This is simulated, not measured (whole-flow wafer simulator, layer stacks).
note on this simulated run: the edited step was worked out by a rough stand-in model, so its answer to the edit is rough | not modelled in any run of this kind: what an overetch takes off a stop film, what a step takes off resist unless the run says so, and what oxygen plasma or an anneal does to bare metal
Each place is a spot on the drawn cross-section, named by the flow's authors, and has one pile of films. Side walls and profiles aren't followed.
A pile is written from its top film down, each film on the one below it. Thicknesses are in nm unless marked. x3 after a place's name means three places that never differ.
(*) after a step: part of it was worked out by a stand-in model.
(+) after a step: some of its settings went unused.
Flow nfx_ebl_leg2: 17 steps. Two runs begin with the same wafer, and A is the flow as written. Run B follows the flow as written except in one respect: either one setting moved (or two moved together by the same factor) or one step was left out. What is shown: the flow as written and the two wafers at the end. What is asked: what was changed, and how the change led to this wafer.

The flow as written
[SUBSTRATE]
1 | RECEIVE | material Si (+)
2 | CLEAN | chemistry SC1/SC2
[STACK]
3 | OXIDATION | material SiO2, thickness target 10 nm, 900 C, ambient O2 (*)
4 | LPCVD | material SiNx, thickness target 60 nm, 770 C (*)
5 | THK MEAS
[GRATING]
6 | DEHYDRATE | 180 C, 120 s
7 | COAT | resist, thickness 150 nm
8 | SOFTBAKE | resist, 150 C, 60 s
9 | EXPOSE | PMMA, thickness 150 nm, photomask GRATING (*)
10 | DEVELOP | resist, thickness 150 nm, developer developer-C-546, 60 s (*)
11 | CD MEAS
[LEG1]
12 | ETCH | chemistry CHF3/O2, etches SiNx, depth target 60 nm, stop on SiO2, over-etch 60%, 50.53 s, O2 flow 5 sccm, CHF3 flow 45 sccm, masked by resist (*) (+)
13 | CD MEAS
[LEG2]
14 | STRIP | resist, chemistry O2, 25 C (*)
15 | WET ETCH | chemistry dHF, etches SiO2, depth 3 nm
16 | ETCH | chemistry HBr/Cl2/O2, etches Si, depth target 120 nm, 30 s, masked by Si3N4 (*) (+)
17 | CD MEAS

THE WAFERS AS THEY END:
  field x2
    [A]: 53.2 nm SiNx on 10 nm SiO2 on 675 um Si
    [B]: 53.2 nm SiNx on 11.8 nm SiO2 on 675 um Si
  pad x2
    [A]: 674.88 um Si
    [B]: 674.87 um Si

The reason: step 3, OXIDATION: thickness target 11.8 nm was run, while the flow as written has thickness target 10 nm.
One can read it off the wafer: field x2 has SiO2 11.8, and step 3 as written asks for 10 nm.

The path from the change to this, step by step:
  3 | OXIDATION | material SiO2, thickness target 10 nm, 900 C, ambient O2 (*)
      field x2, pad x2: A +10 SiO2 (new film), -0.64 chemical SiO2 (all of it), -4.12 Si | B +11.8 SiO2 (new film), -0.64 chemical SiO2 (all of it), -4.91 Si
  12 | ETCH | chemistry CHF3/O2, etches SiNx, depth target 60 nm, stop on SiO2, over-etch 60%, 50.53 s, O2 flow 5 sccm, CHF3 flow 45 sccm, masked by resist (*) (+)
      pad x2: A -60 SiNx (all of it), -10 SiO2 (all of it) | B -60 SiNx (all of it), -11.8 SiO2 (all of it)
